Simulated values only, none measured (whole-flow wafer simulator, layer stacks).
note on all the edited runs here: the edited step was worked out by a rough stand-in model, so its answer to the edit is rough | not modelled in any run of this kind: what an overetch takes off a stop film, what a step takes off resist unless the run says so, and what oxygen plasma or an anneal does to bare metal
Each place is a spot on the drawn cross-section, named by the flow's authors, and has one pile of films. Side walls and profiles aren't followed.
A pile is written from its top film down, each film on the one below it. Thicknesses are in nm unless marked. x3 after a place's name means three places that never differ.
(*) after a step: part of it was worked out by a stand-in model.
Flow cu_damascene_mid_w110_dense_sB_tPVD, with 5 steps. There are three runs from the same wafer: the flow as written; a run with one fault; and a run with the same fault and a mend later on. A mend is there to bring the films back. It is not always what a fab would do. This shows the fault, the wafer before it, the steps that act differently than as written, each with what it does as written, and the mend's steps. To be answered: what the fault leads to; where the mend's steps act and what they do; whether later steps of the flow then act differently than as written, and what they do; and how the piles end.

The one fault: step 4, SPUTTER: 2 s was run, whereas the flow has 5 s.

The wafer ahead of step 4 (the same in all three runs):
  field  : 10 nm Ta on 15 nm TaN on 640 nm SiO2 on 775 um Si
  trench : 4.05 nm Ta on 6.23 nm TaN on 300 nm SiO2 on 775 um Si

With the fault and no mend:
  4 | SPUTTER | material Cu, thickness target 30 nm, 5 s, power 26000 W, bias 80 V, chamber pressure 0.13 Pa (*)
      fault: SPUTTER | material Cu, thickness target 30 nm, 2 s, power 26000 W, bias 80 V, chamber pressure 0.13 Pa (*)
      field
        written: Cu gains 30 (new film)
        fault: Cu gains 12 (new film)
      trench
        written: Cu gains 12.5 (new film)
        fault: Cu gains 4.99 (new film)
  Later steps of the flow acting differently than as written:
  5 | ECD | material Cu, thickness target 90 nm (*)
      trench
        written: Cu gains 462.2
        fault: Cu gains 451.7
  By the end, the piles at field, trench depart from the flow's by more than 2% or 0.5 nm, whichever is larger.
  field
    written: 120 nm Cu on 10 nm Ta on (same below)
    fault: 102 nm Cu on 10 nm Ta on (same below)
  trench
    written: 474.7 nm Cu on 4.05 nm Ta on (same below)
    fault: 456.7 nm Cu on 4.05 nm Ta on (same below)

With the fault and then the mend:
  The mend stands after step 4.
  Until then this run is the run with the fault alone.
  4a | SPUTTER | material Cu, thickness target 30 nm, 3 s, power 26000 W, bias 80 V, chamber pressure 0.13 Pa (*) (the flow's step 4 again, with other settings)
      field
        Cu gains 18
      trench
        Cu gains 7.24
  Every later step of the flow that is run acts as written, at every place that is followed, to within 2% or 0.5 nm, whichever is larger.
  By the end, the piles equal the flow's at every place that both follow.
